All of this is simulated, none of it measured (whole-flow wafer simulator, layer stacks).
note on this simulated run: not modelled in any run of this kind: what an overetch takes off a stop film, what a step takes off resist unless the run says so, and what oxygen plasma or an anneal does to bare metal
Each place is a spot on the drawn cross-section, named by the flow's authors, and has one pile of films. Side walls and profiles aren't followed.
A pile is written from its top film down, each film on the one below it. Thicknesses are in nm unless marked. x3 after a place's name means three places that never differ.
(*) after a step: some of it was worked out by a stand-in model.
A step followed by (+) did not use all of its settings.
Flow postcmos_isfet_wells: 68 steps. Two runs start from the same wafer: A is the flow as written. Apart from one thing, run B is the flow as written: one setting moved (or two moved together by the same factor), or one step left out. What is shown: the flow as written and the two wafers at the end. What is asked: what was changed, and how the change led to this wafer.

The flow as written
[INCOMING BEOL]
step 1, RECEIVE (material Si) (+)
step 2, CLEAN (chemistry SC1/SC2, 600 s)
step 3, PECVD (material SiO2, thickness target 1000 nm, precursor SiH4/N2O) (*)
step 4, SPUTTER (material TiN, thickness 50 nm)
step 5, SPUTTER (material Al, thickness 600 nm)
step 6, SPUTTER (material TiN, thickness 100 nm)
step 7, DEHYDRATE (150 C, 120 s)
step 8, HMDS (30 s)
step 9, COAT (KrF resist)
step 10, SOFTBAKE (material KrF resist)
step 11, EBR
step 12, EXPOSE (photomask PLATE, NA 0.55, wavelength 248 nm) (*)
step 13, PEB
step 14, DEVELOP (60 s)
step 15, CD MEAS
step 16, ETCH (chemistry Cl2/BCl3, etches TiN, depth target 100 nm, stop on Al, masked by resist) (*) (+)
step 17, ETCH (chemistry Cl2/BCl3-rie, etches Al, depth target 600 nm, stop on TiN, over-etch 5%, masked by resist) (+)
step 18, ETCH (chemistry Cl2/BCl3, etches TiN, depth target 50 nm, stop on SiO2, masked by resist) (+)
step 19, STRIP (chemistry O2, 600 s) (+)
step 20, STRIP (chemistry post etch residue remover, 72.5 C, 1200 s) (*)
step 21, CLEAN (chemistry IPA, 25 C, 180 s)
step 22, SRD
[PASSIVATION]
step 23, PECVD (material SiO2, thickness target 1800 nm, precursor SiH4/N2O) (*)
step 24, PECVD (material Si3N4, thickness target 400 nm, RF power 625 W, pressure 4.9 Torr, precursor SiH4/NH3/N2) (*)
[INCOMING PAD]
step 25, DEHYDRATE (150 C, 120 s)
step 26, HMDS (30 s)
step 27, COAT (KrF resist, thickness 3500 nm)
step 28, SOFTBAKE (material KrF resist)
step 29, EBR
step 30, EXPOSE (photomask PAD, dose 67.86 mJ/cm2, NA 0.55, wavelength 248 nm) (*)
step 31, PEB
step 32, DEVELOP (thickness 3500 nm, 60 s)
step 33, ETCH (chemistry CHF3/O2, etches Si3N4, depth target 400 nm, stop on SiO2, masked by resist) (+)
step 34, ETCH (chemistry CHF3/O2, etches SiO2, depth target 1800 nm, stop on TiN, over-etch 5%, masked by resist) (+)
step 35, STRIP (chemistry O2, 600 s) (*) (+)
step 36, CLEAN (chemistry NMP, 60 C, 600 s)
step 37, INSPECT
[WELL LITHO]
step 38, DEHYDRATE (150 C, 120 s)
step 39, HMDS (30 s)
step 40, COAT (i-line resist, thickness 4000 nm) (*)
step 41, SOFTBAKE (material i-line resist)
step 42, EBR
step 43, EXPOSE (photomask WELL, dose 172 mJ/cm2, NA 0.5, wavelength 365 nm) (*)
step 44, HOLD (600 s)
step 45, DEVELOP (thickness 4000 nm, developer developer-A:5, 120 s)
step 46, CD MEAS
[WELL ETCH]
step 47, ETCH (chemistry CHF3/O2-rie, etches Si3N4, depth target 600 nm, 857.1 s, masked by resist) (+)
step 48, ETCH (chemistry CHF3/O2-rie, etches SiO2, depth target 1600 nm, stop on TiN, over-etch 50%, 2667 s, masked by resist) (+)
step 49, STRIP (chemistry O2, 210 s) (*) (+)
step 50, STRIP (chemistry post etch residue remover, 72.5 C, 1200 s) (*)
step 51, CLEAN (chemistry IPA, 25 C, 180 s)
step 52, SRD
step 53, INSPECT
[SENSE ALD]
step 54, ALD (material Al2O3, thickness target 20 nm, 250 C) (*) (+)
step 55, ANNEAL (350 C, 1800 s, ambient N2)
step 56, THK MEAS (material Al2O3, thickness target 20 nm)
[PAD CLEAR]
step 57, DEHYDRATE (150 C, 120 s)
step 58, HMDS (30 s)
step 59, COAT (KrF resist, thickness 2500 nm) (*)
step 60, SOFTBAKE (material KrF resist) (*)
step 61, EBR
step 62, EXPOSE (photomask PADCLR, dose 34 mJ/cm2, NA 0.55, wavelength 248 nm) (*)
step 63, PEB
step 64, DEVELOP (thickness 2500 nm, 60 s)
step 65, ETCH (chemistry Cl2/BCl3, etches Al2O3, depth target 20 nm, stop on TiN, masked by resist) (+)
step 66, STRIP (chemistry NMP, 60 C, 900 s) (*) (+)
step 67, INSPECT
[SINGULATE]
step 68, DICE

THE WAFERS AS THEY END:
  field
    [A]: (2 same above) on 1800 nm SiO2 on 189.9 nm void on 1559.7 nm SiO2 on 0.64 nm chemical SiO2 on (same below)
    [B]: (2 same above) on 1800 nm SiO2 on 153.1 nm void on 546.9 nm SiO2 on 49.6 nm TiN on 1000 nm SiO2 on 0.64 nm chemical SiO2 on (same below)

What caused this: step 18, ETCH: chemistry Cl2/BCl3, etches TiN, depth target 50 nm, stop on SiO2, masked by resist (+), was not run.

Step by step, how the change led to this:
  step 19, STRIP (chemistry O2, 600 s) (+)
      margin, well900, well1300, well2000, well3000, pad_rim, pad_clr, pad_open: A -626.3 KrF resist (all of it) | B -646.3 KrF resist (all of it)
  step 23, PECVD (material SiO2, thickness target 1800 nm, precursor SiH4/N2O) (*)
      field: A +1800 SiO2 (new film), +189.9 void (new film), +559.7 SiO2 | B +1800 SiO2 (new film), +153.1 void (new film), +546.9 SiO2 (new film)
With metal films that touch counted as one body, field has 1 body; the flow as written gives 0 bodies.
